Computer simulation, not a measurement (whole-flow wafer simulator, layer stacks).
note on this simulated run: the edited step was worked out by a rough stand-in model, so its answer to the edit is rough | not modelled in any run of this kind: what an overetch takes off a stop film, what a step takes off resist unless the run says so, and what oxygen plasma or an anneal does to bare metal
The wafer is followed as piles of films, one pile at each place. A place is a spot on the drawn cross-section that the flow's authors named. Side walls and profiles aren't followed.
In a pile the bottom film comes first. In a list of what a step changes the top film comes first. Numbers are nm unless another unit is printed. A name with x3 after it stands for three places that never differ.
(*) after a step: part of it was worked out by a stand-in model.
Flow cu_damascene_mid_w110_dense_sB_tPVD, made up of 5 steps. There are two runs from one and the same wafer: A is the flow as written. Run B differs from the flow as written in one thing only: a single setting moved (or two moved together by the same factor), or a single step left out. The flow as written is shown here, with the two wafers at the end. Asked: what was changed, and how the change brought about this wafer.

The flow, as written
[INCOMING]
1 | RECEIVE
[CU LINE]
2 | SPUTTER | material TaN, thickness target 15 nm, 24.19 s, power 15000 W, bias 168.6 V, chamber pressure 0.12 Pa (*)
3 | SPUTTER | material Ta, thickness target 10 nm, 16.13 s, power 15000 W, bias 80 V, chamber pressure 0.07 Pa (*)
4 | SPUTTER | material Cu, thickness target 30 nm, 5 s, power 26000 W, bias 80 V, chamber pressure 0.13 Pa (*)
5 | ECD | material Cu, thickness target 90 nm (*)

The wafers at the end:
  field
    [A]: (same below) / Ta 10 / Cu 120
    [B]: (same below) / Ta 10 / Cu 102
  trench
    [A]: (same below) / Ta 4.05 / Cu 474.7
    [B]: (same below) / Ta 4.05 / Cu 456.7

What caused this: step 4, SPUTTER: 2 s was run, though the flow has 5 s.

Step by step, how the change led to this:
  4 | SPUTTER | material Cu, thickness target 30 nm, 5 s, power 26000 W, bias 80 V, chamber pressure 0.13 Pa (*)
      field: A +30 Cu (new film) | B +12 Cu (new film)
      trench: A +12.5 Cu (new film) | B +4.99 Cu (new film)
  5 | ECD | material Cu, thickness target 90 nm (*)
      trench: A +462.2 Cu | B +451.7 Cu
